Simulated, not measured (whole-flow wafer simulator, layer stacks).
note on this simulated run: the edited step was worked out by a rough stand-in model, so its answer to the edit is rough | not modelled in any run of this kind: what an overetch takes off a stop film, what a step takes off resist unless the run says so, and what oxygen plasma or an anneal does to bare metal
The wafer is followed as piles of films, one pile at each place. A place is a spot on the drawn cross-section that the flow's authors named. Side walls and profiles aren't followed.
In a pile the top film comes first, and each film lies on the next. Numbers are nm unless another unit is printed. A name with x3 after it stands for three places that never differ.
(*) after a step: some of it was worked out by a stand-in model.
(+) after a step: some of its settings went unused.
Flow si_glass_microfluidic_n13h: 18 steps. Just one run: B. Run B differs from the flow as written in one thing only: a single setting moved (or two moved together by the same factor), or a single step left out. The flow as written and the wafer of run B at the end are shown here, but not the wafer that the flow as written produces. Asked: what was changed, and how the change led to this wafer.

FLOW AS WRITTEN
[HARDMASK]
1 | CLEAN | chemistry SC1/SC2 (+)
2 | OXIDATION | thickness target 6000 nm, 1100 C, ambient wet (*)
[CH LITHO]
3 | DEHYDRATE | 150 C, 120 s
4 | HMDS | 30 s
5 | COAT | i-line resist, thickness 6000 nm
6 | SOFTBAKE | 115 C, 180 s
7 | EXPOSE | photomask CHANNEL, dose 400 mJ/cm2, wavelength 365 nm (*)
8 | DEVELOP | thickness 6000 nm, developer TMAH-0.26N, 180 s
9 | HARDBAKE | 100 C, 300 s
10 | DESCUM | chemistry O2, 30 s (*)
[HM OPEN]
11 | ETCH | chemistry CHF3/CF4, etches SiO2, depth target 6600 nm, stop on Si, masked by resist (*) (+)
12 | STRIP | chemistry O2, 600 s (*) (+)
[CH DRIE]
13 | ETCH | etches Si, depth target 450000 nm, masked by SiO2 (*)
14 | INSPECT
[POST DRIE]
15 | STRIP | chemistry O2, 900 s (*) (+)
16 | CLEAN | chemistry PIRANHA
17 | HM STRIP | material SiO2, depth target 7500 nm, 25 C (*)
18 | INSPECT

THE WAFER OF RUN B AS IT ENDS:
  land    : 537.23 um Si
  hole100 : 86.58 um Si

The reason: step 2, OXIDATION: thickness target 6300 nm was run, while the flow as written has thickness target 6000 nm.

The path from the change to this, step by step:
  2 | OXIDATION | thickness target 6000 nm, 1100 C, ambient wet (*)
      land, hole100: SiO2 gains 6300 (new film), chemical SiO2 loses 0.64 (all of it), Si loses 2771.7 (in the flow as written it would be: SiO2 gains 6000 (new film), chemical SiO2 loses 0.64 (all of it), Si loses 2639.7)
  11 | ETCH | chemistry CHF3/CF4, etches SiO2, depth target 6600 nm, stop on Si, masked by resist (*) (+)
      hole100: SiO2 loses 6300 (all of it) (in the flow as written it would be: SiO2 loses 6000 (all of it))
  17 | HM STRIP | material SiO2, depth target 7500 nm, 25 C (*)
      land: SiO2 loses 3295.7 (all of it) (in the flow as written it would be: SiO2 loses 2995.7 (all of it))
